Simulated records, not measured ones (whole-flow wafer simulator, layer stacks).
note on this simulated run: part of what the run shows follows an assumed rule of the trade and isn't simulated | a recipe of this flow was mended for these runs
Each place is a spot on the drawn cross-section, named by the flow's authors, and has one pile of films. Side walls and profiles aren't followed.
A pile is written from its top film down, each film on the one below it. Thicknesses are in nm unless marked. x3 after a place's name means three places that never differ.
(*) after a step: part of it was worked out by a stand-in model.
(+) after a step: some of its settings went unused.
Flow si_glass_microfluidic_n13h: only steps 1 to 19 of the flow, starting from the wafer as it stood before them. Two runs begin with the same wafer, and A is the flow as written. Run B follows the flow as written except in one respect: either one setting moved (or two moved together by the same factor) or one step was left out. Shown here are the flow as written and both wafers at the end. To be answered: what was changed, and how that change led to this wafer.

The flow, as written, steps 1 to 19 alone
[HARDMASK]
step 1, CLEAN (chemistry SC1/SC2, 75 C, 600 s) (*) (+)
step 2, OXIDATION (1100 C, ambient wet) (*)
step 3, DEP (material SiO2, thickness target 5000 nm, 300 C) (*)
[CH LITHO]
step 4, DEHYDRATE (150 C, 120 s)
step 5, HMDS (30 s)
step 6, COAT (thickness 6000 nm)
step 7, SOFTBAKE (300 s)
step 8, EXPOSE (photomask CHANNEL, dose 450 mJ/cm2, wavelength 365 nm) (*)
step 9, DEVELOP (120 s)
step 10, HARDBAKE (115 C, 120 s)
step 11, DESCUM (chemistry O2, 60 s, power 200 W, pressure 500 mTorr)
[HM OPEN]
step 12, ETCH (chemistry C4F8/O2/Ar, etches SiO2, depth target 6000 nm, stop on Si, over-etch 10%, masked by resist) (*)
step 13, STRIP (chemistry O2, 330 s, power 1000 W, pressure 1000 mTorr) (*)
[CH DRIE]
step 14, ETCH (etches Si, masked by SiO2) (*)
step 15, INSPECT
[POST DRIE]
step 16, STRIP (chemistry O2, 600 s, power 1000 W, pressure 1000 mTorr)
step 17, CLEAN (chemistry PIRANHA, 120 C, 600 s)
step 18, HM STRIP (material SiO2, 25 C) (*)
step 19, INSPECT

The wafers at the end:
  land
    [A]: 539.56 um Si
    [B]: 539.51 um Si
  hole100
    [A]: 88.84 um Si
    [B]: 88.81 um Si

What caused this: step 2, OXIDATION: 1130 C was run, whereas the flow has 1100 C.

Step by step, how the change led to this:
  step 2, OXIDATION (1100 C, ambient wet) (*)
      land, hole100: A +1000 SiO2 (new film), -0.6 chemical SiO2 (all of it), -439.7 Si | B +1096.5 SiO2 (new film), -0.6 chemical SiO2 (all of it), -482.2 Si
  step 12, ETCH (chemistry C4F8/O2/Ar, etches SiO2, depth target 6000 nm, stop on Si, over-etch 10%, masked by resist) (*)
      hole100: A -6000 SiO2 (all of it), -75 Si | B -6096.5 SiO2 (all of it), -62.9 Si
  step 18, HM STRIP (material SiO2, 25 C) (*)
      land: A -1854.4 SiO2 (all of it) | B -1950.7 SiO2 (all of it)
